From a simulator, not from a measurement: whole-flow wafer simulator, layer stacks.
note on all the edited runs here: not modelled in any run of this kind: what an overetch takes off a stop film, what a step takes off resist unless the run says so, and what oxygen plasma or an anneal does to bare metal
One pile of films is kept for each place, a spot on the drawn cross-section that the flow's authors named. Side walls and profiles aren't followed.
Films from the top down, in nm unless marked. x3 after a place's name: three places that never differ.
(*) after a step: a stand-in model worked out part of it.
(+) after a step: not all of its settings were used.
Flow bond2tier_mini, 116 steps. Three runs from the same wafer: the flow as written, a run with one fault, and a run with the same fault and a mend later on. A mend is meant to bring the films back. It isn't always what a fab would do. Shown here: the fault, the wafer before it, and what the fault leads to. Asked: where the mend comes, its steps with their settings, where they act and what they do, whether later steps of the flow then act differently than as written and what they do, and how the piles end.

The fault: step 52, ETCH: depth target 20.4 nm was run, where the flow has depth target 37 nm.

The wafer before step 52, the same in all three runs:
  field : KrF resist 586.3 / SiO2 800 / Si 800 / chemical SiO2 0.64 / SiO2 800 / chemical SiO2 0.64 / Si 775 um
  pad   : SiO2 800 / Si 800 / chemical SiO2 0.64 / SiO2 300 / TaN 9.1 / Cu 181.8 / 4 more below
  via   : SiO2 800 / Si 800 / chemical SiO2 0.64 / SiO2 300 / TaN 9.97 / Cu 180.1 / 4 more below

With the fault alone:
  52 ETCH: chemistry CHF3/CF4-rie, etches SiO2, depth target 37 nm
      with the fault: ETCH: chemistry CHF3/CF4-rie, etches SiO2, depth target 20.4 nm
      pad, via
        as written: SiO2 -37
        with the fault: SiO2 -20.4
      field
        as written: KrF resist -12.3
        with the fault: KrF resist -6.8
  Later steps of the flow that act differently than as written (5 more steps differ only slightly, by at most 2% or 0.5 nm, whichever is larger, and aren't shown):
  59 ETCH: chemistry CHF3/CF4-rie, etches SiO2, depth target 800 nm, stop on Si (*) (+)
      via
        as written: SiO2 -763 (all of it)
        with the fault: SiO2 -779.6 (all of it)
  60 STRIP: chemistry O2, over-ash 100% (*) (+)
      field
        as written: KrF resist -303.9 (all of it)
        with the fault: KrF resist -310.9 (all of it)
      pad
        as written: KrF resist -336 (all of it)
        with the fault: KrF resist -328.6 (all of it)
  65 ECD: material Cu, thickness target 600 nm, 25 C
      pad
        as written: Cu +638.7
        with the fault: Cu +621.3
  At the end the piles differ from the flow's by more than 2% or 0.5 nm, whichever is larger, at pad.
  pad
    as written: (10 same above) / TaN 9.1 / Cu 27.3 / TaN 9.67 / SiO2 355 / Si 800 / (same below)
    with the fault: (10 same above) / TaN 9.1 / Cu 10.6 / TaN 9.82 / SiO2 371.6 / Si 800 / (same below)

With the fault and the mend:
  The mend comes after step 52.
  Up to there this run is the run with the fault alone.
  52a ETCH: chemistry CHF3/CF4-rie, etches SiO2, depth target 16.6 nm (the flow's step 52 once more, with other settings)
      pad, via
        SiO2 -16.6
      field
        KrF resist -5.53
  No later step of the flow acts differently than as written at any place that is followed.
  At the end the piles are the same as the flow's at every place that both follow.
